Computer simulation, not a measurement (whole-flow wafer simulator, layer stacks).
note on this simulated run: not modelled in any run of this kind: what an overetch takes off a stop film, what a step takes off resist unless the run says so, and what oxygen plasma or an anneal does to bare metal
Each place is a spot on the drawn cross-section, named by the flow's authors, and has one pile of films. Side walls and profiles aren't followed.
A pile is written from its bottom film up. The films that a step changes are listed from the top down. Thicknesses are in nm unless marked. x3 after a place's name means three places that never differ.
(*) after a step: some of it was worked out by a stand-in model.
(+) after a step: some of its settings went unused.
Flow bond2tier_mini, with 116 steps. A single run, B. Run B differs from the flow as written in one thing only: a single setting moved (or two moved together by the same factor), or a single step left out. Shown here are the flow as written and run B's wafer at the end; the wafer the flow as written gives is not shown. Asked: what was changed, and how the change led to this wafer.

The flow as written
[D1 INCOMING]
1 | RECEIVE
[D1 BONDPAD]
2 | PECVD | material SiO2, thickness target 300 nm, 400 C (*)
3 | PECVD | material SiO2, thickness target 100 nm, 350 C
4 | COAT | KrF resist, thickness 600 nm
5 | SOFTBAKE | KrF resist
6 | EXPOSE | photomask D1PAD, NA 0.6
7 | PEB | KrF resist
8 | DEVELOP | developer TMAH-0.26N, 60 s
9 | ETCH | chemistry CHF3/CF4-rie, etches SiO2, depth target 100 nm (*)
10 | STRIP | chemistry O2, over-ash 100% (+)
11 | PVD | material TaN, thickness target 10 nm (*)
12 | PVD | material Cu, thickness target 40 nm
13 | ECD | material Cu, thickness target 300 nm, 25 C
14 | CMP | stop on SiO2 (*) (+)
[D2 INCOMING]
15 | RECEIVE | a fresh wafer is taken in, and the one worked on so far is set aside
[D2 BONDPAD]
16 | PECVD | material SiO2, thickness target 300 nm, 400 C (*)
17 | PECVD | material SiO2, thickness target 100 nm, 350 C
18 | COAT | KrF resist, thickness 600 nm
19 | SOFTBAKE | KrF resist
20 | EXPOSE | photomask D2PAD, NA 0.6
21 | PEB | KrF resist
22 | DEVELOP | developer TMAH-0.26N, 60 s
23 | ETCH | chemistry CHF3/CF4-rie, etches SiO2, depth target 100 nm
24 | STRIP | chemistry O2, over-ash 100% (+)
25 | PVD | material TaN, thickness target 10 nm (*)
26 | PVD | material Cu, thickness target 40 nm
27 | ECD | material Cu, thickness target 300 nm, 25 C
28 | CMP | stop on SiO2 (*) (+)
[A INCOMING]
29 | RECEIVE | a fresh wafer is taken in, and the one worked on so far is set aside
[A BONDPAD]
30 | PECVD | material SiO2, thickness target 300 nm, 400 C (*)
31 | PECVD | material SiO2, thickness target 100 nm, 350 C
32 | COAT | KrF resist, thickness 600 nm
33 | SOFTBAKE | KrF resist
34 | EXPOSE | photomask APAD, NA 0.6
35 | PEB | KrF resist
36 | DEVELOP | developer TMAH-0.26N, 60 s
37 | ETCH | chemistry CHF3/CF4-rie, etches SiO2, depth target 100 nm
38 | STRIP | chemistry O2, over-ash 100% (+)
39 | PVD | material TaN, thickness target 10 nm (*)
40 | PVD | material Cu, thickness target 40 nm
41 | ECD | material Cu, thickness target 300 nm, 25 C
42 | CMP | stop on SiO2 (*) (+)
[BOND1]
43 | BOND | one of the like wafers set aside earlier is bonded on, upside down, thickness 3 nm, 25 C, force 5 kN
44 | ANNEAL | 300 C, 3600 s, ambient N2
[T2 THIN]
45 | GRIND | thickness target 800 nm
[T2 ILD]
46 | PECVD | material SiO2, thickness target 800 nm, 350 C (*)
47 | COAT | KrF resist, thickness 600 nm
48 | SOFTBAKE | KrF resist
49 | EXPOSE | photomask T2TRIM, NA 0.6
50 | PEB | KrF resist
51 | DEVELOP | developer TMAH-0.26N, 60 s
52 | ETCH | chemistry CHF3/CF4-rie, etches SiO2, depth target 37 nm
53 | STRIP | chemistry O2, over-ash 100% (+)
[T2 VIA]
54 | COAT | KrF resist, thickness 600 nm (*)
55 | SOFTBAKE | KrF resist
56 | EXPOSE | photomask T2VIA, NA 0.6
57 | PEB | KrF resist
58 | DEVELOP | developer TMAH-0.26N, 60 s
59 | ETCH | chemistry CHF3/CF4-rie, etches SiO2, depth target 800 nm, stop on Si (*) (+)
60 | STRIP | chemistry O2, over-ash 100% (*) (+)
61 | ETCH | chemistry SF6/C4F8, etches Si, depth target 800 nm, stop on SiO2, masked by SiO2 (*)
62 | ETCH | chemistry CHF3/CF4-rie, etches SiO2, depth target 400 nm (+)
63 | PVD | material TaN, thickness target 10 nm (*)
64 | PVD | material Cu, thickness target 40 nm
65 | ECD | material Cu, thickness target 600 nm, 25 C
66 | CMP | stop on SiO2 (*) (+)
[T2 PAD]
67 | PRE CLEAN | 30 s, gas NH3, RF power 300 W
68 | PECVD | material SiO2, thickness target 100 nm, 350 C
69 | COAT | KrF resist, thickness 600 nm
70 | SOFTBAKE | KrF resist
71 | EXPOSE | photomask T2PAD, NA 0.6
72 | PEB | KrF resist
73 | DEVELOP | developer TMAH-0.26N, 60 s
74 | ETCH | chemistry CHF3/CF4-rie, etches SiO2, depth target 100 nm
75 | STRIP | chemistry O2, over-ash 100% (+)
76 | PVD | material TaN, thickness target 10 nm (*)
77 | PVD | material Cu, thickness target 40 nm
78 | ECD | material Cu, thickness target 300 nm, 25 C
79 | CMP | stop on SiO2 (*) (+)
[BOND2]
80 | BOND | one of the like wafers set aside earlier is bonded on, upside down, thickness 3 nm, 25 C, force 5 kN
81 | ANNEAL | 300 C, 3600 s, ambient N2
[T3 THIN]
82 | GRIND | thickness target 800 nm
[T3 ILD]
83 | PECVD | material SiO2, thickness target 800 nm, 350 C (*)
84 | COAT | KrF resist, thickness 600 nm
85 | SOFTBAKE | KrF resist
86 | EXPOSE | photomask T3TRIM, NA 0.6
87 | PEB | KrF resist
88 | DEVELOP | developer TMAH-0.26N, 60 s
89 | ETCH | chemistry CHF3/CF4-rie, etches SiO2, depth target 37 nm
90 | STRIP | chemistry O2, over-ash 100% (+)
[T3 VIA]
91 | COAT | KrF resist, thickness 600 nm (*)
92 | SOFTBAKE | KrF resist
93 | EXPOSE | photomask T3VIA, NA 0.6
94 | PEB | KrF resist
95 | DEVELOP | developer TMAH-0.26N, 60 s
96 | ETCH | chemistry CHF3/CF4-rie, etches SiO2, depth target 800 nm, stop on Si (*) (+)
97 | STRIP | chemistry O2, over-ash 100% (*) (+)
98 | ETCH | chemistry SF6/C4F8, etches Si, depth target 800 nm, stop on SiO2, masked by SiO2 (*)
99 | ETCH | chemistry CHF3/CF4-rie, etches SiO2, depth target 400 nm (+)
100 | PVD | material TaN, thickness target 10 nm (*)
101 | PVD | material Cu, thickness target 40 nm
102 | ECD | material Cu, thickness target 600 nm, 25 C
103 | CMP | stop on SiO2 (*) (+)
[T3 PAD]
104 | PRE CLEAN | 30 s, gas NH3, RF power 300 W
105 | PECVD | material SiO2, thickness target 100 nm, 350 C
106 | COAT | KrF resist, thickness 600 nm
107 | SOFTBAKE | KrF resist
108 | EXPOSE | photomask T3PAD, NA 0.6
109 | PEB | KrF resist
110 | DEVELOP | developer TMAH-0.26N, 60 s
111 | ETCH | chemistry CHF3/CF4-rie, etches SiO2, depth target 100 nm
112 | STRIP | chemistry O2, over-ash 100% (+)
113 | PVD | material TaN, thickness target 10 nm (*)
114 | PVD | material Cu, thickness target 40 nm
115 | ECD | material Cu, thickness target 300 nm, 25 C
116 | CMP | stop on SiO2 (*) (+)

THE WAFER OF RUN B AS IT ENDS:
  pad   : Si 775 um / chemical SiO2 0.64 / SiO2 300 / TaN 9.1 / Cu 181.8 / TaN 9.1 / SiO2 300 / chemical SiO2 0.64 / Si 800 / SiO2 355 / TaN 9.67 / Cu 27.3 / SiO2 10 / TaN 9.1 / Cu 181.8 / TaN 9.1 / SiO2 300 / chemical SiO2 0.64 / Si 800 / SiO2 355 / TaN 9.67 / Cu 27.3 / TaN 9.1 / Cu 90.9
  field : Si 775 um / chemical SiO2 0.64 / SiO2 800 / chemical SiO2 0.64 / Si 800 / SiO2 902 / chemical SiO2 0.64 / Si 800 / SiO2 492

The reason: step 68, PECVD: thickness target 110 nm was run, though the flow has thickness target 100 nm.

The path from the change to this, step by step:
  68 | PECVD | material SiO2, thickness target 100 nm, 350 C
      field: SiO2 gains 110 (as written it would have been: SiO2 gains 100)
      pad: SiO2 gains 110 (new film) (as written it would have been: SiO2 gains 100 (new film))
  74 | ETCH | chemistry CHF3/CF4-rie, etches SiO2, depth target 100 nm
      pad: SiO2 loses 100 (as written it would have been: SiO2 loses 100 (all of it))
Taking metal films that touch as one body, pad has 4 bodies (between them, from the top down: SiO2 355 / Si 800 / chemical SiO2 0.64 / SiO2 300; SiO2 10; SiO2 355 / Si 800 / chemical SiO2 0.64 / SiO2 300); the flow as written gives 3 bodies (between them, from the top down: SiO2 355 / Si 800 / chemical SiO2 0.64 / SiO2 300; SiO2 355 / Si 800 / chemical SiO2 0.64 / SiO2 300).
